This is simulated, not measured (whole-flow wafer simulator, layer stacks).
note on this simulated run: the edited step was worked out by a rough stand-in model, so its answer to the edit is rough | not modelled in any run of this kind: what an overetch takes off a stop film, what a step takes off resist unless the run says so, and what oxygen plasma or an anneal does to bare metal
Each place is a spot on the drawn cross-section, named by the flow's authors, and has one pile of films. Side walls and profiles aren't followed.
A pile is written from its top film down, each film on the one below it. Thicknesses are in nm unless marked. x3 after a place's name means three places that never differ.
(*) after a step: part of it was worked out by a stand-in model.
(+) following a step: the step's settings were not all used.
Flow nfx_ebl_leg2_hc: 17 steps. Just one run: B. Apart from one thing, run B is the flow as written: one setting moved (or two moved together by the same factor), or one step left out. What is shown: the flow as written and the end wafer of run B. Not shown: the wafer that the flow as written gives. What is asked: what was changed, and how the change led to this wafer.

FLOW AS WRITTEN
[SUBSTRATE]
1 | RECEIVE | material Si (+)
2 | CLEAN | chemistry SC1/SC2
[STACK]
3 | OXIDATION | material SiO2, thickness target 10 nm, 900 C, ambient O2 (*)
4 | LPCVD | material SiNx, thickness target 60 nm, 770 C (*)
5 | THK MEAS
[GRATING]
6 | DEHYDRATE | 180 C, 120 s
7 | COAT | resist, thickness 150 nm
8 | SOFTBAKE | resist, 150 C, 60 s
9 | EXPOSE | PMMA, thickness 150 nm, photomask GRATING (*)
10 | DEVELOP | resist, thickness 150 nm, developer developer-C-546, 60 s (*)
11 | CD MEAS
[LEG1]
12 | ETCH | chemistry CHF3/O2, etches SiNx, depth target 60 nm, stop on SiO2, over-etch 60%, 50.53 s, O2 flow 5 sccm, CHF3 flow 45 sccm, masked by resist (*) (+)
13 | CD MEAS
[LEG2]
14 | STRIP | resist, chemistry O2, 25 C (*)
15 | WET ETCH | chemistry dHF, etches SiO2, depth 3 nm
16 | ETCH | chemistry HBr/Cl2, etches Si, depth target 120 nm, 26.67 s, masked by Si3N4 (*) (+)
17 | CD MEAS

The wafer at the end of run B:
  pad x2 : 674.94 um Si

Cause: step 16, ETCH: depth target 54 nm was run, though the flow has depth target 120 nm.

Step by step, how the change led to this:
  16 | ETCH | chemistry HBr/Cl2, etches Si, depth target 120 nm, 26.67 s, masked by Si3N4 (*) (+)
      pad x2: Si loses 54 (it would be, as written: Si loses 120)
